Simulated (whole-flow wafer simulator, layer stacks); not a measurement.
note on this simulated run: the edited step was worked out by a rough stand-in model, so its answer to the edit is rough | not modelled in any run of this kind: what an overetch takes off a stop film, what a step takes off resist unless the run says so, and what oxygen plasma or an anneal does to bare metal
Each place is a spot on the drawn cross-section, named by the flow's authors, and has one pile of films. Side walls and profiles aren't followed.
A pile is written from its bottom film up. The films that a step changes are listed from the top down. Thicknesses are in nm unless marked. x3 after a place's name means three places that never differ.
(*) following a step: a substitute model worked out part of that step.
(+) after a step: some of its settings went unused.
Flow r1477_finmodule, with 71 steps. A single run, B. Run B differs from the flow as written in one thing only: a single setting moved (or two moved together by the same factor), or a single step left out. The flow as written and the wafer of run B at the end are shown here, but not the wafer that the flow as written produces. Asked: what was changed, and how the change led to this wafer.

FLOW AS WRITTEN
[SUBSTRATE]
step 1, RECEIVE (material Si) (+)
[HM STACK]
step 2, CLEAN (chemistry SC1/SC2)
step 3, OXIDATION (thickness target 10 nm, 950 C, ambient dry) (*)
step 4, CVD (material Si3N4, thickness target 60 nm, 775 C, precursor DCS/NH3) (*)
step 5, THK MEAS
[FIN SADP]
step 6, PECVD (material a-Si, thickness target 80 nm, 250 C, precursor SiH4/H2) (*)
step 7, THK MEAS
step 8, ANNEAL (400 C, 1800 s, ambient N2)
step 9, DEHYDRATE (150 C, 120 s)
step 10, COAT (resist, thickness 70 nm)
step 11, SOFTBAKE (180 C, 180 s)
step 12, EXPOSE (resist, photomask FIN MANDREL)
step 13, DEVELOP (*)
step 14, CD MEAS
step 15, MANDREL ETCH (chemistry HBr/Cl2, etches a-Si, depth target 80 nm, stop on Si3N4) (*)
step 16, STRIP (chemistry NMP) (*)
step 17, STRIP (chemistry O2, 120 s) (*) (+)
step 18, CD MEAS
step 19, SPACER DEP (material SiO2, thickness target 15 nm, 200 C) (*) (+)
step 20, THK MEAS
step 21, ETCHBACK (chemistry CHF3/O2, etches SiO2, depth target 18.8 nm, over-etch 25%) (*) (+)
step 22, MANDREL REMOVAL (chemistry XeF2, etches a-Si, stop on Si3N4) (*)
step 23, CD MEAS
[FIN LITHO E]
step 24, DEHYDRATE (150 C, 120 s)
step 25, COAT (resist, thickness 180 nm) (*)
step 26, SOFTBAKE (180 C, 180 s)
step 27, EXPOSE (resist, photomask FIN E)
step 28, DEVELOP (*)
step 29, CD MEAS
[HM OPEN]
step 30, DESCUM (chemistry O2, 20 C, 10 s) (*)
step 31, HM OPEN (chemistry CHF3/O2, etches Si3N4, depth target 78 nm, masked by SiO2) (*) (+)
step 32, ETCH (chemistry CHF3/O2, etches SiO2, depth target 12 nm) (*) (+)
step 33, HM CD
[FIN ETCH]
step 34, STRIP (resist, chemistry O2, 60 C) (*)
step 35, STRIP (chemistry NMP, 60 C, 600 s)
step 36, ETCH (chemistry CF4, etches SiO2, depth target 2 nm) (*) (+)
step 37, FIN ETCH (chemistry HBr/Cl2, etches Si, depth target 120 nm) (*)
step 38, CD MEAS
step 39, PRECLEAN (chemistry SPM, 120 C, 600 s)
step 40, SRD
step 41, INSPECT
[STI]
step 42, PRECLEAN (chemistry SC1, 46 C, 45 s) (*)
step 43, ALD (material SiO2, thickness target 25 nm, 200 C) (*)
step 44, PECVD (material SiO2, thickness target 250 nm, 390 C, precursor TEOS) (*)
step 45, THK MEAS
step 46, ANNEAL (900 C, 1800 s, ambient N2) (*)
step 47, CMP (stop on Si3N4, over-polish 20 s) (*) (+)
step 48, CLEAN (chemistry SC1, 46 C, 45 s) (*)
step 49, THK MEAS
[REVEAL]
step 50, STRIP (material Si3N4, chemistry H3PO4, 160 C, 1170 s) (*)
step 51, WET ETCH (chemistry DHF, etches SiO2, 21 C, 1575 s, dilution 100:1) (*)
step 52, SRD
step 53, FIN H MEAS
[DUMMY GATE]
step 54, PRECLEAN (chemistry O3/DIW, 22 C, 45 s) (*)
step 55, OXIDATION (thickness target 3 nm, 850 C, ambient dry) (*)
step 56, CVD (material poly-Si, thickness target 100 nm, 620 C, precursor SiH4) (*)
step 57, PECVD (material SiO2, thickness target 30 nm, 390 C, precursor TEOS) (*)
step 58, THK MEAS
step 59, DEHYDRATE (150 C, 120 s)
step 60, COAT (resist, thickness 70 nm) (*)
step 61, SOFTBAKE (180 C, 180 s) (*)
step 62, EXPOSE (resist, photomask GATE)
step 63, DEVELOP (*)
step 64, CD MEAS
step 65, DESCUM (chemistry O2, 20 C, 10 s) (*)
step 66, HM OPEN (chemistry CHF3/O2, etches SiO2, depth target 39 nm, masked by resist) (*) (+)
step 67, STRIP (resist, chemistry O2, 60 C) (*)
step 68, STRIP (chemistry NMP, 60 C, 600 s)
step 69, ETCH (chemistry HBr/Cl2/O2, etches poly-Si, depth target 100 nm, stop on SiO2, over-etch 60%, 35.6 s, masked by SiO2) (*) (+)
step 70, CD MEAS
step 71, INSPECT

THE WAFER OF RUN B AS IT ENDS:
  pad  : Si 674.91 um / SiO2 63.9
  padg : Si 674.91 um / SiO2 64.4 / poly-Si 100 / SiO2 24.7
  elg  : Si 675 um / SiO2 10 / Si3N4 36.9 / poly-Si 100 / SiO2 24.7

The reason: step 37, FIN ETCH: depth target 81 nm was run, while the flow as written has depth target 120 nm.

The path from the change to this, step by step:
  step 37, FIN ETCH (chemistry HBr/Cl2, etches Si, depth target 120 nm) (*)
      pad, padg, esg and 19 more: Si loses 81 (it would be, as written: Si loses 120)
      elg, e40lg, e100lg, e200lg, elo, e40lo, e100lo, e200lo: Si3N4 loses 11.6 (it would be, as written: Si3N4 loses 17.1)
      (as well as at 6 more places)
  step 43, ALD (material SiO2, thickness target 25 nm, 200 C) (*)
      s40cg, s45cg, s50cg, s40co, s45co, s50co: SiO2 gains 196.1 (new film) (it would be, as written: SiO2 gains 232.1 (new film))
      esg: SiO2 gains 160.8 (new film) (it would be, as written: SiO2 gains 194.3 (new film))
  step 47, CMP (stop on Si3N4, over-polish 20 s) (*) (+)
      pad, padg, e40sg and 11 more: SiO2 loses 110.8 (it would be, as written: SiO2 loses 71.8)
      elg, esg, e40lg and 6 more: SiO2 loses 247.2 (it would be, as written: SiO2 loses 241.6)
      (as well as at 1 more place)
  step 51, WET ETCH (chemistry DHF, etches SiO2, 21 C, 1575 s, dilution 100:1) (*)
      elg, e40lg, e100lg, e200lg, elo, e40lo, e100lo, e200lo: SiO2 loses 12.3 (all of it), Si3N4 loses 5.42 (it would be, as written: SiO2 loses 17.8 (all of it), Si3N4 loses 4.97)
  step 56, CVD (material poly-Si, thickness target 100 nm, 620 C, precursor SiH4) (*)
      esg: poly-Si gains 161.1 (new film) (it would be, as written: poly-Si gains 156 (new film))
  step 60, COAT (resist, thickness 70 nm) (*)
      e40sg, eso, e40so: resist gains 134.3 (new film) (it would be, as written: resist gains 129.5 (new film))
      e100sg, e100so: resist gains 134.2 (new film) (it would be, as written: resist gains 129.4 (new film))
      (as well as at 2 more places)
  step 63, DEVELOP (*)
      eso, e40so: resist loses 134.3 (all of it) (it would be, as written: resist loses 129.5 (all of it))
      e100so: resist loses 134.2 (all of it) (it would be, as written: resist loses 129.4 (all of it))
      (as well as at 1 more place)
  step 67, STRIP (resist, chemistry O2, 60 C) (*)
      e40sg: resist loses 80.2 (all of it) (it would be, as written: resist loses 75.4 (all of it))
      e100sg: resist loses 80.1 (all of it) (it would be, as written: resist loses 75.3 (all of it))
      (as well as at 1 more place)
